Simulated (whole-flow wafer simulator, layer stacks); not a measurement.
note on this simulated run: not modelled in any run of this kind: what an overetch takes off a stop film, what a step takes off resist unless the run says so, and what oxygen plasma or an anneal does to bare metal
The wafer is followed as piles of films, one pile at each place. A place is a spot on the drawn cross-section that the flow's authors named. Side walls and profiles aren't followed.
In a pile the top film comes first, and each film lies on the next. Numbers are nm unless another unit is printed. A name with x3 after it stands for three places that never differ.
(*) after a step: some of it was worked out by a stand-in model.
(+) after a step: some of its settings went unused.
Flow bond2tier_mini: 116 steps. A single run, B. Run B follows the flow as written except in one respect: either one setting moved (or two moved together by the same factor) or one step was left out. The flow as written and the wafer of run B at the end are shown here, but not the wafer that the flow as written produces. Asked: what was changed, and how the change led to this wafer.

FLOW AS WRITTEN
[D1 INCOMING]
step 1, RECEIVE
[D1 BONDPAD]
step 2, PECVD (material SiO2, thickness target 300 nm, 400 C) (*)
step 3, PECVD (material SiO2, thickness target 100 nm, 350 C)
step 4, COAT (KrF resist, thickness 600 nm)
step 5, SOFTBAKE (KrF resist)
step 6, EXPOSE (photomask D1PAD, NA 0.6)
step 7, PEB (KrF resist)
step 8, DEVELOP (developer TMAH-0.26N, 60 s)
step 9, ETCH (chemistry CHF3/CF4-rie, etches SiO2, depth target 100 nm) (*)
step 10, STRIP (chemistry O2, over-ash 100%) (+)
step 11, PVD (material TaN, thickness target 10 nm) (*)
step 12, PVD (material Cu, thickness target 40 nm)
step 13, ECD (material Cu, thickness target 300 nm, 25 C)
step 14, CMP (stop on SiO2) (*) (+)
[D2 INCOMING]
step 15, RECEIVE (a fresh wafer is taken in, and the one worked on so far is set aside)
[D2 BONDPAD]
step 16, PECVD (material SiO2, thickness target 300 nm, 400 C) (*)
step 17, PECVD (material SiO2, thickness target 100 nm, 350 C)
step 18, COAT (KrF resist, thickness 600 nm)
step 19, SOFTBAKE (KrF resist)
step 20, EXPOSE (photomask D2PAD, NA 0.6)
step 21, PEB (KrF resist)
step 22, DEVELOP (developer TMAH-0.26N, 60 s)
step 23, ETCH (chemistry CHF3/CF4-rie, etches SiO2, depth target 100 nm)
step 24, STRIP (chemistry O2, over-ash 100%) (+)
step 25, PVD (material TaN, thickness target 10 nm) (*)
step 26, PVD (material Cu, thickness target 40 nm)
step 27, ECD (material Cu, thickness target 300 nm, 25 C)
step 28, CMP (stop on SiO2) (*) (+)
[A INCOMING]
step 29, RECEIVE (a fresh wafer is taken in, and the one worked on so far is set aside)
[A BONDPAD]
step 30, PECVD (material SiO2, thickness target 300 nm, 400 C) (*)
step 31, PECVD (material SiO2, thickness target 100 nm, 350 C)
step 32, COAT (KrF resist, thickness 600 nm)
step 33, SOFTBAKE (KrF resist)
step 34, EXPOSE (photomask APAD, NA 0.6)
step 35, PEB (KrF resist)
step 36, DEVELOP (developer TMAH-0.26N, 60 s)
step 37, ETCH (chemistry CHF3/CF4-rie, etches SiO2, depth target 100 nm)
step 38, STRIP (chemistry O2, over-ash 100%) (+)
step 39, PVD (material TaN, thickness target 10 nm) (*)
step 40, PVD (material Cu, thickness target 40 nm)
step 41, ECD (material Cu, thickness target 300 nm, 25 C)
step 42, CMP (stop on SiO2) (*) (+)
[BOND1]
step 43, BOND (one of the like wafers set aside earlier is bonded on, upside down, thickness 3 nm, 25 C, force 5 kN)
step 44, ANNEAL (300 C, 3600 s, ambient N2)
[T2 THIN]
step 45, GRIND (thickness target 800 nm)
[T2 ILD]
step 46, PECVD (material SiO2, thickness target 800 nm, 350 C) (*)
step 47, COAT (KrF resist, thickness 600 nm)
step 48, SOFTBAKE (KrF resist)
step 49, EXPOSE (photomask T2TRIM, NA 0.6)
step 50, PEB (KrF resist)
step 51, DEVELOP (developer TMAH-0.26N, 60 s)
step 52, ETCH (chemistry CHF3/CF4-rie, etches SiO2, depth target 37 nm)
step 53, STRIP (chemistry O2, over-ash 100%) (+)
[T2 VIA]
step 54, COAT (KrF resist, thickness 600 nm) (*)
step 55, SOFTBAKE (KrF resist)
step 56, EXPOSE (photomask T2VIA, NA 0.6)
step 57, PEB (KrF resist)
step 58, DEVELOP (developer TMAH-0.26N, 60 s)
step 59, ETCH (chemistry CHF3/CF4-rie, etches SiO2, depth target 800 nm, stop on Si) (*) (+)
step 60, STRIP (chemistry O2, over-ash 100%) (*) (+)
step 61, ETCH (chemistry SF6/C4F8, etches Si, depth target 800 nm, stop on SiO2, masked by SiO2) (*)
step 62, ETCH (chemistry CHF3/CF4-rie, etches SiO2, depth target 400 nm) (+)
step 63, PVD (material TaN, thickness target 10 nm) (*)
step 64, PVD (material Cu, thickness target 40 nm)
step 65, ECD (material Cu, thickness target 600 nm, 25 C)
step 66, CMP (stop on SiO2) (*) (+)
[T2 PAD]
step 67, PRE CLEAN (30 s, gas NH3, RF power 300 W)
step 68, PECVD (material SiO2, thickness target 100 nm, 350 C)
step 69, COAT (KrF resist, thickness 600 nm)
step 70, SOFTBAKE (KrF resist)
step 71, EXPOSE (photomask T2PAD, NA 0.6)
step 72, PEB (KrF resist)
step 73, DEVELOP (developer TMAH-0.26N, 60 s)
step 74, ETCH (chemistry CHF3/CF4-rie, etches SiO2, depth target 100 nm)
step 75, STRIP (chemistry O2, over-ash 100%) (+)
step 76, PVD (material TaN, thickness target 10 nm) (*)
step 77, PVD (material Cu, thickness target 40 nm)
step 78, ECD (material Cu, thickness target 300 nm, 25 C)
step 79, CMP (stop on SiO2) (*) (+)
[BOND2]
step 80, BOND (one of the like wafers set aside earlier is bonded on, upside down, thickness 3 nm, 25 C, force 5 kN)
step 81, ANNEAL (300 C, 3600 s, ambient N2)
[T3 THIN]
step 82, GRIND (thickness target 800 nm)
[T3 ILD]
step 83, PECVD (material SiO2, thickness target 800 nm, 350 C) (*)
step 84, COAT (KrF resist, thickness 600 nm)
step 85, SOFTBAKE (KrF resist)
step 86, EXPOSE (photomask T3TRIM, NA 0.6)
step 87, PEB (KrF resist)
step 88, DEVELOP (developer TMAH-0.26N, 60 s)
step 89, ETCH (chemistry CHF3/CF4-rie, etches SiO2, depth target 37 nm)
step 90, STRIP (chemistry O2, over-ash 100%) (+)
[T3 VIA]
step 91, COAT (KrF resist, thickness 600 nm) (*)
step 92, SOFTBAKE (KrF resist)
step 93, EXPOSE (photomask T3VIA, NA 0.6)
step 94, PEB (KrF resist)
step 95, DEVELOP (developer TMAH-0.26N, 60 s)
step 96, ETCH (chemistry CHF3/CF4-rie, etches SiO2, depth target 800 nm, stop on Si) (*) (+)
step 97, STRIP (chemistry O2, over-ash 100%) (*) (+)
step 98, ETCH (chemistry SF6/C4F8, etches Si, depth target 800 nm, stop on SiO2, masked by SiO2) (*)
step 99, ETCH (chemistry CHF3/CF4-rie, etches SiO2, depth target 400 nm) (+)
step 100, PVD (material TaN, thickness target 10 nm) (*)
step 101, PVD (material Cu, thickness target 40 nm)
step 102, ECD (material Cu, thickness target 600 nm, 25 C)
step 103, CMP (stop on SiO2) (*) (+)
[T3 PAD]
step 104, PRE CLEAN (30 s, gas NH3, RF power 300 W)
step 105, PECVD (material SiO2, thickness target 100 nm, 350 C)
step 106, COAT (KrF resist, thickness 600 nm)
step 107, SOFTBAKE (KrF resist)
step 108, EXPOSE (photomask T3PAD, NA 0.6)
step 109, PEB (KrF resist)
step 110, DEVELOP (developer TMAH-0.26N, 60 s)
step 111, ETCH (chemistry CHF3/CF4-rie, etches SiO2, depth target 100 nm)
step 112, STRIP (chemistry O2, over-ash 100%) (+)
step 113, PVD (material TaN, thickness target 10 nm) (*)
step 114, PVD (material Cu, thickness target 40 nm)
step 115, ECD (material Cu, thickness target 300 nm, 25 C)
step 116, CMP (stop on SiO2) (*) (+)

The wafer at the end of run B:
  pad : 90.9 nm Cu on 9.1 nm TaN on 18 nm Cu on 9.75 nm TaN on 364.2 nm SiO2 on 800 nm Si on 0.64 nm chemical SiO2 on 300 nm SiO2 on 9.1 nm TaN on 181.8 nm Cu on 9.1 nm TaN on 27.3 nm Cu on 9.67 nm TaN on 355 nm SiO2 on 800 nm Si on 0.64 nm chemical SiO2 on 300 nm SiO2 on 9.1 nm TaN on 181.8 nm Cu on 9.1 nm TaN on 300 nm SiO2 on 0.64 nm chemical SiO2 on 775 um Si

Cause: step 89, ETCH: depth target 27.8 nm was run, though the flow has depth target 37 nm.

Step by step, how the change led to this:
  step 89, ETCH (chemistry CHF3/CF4-rie, etches SiO2, depth target 37 nm)
      field: KrF resist loses 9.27 (in the flow as written it would be: KrF resist loses 12.3)
      pad: SiO2 loses 27.8 (in the flow as written it would be: SiO2 loses 37)
